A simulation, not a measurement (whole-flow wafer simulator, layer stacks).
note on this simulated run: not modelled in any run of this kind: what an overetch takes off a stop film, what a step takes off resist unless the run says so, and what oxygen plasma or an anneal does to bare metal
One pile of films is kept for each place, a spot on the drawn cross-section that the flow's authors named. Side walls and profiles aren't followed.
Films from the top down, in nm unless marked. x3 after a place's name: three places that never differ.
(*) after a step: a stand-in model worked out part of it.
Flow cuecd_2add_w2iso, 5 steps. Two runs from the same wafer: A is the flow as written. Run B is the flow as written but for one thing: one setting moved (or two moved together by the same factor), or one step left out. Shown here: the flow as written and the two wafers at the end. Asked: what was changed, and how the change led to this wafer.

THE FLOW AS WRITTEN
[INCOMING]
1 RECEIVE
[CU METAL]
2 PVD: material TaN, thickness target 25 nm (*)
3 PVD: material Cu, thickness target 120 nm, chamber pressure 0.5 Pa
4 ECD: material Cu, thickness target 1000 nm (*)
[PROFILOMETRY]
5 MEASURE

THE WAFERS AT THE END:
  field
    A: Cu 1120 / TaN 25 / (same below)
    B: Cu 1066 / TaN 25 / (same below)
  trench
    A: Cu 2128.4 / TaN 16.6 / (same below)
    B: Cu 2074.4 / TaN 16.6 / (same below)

The cause: step 3, PVD: thickness target 66 nm was run, where the flow has thickness target 120 nm.

How the change led to this, step by step:
  3 PVD: material Cu, thickness target 120 nm, chamber pressure 0.5 Pa
      field: A Cu +120 (new film) | B Cu +66 (new film)
      trench: A Cu +80.8 (new film) | B Cu +44.6 (new film)
